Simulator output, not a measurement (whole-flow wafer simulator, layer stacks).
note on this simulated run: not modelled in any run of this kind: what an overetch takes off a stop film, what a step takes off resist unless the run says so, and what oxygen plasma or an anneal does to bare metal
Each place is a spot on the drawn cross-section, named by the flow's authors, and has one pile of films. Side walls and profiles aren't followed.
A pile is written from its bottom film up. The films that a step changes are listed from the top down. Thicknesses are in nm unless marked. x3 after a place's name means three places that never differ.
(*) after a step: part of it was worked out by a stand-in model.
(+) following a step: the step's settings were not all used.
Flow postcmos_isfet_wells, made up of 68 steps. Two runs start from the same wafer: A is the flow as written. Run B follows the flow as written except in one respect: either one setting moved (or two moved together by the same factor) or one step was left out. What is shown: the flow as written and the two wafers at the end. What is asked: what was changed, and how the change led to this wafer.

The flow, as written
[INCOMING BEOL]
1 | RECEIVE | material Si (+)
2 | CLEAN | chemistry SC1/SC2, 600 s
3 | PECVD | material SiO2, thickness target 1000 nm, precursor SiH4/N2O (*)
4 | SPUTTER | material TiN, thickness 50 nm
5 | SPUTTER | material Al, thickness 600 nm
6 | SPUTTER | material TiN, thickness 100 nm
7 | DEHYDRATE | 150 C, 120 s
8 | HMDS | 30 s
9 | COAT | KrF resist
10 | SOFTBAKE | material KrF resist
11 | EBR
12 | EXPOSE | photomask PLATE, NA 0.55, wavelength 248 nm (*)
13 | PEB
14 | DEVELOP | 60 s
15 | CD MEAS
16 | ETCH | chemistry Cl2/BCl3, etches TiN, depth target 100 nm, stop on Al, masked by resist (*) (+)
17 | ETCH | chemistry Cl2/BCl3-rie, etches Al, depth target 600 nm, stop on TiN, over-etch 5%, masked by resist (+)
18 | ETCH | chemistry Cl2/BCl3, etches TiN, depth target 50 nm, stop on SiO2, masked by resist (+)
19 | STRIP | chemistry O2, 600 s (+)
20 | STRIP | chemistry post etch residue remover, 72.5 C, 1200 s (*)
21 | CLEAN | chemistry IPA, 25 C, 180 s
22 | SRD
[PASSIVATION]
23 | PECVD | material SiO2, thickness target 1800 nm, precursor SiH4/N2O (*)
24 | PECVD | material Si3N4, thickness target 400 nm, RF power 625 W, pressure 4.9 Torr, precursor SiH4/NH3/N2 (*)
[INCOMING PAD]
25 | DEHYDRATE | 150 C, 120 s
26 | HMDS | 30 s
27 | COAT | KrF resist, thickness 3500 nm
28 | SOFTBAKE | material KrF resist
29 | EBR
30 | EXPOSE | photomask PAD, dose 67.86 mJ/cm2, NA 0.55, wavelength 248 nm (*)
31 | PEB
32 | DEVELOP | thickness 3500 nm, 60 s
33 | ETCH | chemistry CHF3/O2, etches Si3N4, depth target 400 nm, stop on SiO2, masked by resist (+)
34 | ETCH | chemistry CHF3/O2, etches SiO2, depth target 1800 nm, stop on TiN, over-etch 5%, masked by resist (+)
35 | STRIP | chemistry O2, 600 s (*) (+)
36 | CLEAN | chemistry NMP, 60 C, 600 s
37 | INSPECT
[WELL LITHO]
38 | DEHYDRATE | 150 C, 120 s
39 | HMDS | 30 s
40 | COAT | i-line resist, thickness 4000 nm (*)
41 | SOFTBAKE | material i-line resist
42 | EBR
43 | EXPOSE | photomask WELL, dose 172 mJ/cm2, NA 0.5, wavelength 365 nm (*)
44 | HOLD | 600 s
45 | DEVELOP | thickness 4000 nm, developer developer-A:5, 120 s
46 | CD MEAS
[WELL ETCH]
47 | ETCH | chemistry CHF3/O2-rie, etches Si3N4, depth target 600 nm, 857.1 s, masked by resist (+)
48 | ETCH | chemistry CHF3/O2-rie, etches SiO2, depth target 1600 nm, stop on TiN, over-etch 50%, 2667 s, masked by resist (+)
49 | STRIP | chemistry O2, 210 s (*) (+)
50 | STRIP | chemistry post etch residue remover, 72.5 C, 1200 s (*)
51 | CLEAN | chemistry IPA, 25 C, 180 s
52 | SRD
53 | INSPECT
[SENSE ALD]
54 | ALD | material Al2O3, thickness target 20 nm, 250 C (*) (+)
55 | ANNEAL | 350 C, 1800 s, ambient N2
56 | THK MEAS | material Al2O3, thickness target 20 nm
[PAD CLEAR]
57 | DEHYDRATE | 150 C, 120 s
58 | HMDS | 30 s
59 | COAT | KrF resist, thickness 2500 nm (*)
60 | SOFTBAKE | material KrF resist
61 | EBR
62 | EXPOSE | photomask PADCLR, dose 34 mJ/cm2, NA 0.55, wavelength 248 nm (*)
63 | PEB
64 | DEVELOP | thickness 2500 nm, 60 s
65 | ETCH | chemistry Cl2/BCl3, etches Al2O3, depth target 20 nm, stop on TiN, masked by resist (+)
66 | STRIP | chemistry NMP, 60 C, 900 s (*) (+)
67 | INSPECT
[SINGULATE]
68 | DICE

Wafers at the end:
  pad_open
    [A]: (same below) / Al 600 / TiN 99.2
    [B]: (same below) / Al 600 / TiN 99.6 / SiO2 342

What caused this: step 34, ETCH: depth target 1458 nm was run, while the flow as written has depth target 1800 nm.

Step by step, how the change led to this:
  34 | ETCH | chemistry CHF3/O2, etches SiO2, depth target 1800 nm, stop on TiN, over-etch 5%, masked by resist (+)
      pad_open: A -1800 SiO2 (all of it) | B -1458 SiO2
      field, margin, well900, well1300 x3, pad_rim, pad_clr: A -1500 KrF resist | B -1215 KrF resist
  35 | STRIP | chemistry O2, 600 s (*) (+)
      field, margin, well900, well1300 x3, pad_rim, pad_clr: A -1613.3 KrF resist (all of it) | B -1898.3 KrF resist (all of it)
  40 | COAT | i-line resist, thickness 4000 nm (*)
      pad_clr: A +3256.8 i-line resist (new film) | B +3364.6 i-line resist (new film)
      pad_open: A +4804.7 i-line resist (new film) | B +4681.5 i-line resist (new film)
  41 | SOFTBAKE | material i-line resist
      pad_clr: A -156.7 i-line resist | B -123.5 i-line resist
      pad_open: A +115.3 i-line resist | B +99.9 i-line resist
  49 | STRIP | chemistry O2, 210 s (*) (+)
      pad_clr: A -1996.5 i-line resist (all of it) | B -2137.4 i-line resist (all of it)
      pad_open: A -3816.3 i-line resist (all of it) | B -3677.8 i-line resist (all of it)
  59 | COAT | KrF resist, thickness 2500 nm (*)
      pad_rim: A +1976.4 KrF resist (new film) | B +2054.3 KrF resist (new film)
      pad_clr: A +1691.6 KrF resist (new film) | B +1807 KrF resist (new film)
      (and at 1 other place as well)
  63 | PEB
      pad_rim: A -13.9 KrF resist | B -14.5 KrF resist
      pad_clr: A -11.8 KrF resist | B -12.6 KrF resist
      (and at 1 other place as well)
  64 | DEVELOP | thickness 2500 nm, 60 s
      pad_clr: A -1676 KrF resist (all of it) | B -1791.1 KrF resist (all of it)
      pad_open: A -3045.1 KrF resist (all of it) | B -2959.5 KrF resist (all of it)
  66 | STRIP | chemistry NMP, 60 C, 900 s (*) (+)
      pad_rim: A -1923.7 KrF resist (all of it) | B -2000.9 KrF resist (all of it)
